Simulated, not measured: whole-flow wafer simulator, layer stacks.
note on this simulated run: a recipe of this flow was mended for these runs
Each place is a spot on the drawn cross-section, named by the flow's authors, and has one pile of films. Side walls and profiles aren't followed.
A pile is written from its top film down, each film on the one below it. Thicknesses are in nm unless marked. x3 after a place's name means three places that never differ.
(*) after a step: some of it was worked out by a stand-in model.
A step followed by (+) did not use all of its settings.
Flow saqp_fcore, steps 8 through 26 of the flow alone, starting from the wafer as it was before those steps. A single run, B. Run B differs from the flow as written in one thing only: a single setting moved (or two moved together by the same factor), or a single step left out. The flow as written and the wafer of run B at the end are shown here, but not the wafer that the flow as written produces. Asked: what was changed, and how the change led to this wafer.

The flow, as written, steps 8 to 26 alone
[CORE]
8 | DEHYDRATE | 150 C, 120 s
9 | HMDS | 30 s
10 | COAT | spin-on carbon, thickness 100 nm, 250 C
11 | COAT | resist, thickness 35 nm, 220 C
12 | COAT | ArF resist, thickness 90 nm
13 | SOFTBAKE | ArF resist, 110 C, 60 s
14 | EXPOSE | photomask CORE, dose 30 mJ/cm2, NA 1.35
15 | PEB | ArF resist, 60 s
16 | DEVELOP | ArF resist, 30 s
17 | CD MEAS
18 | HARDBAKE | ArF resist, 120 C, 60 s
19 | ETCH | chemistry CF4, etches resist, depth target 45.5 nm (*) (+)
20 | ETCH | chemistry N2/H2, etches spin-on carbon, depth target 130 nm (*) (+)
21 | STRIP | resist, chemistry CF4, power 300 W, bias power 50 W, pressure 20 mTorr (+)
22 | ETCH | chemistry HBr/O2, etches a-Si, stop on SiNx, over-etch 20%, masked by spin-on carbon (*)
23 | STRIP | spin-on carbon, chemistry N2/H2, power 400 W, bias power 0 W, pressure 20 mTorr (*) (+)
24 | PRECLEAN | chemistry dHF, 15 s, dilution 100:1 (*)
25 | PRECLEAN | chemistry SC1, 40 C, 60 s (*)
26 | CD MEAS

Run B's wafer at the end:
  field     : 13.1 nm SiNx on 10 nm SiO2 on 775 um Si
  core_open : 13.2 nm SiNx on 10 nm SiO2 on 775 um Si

The reason: step 24, PRECLEAN: 6 s was run, while the flow as written has 15 s.

The path from the change to this, step by step:
  24 | PRECLEAN | chemistry dHF, 15 s, dilution 100:1 (*)
      field, core_open: SiNx loses 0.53 (it would be, as written: SiNx loses 1.31)
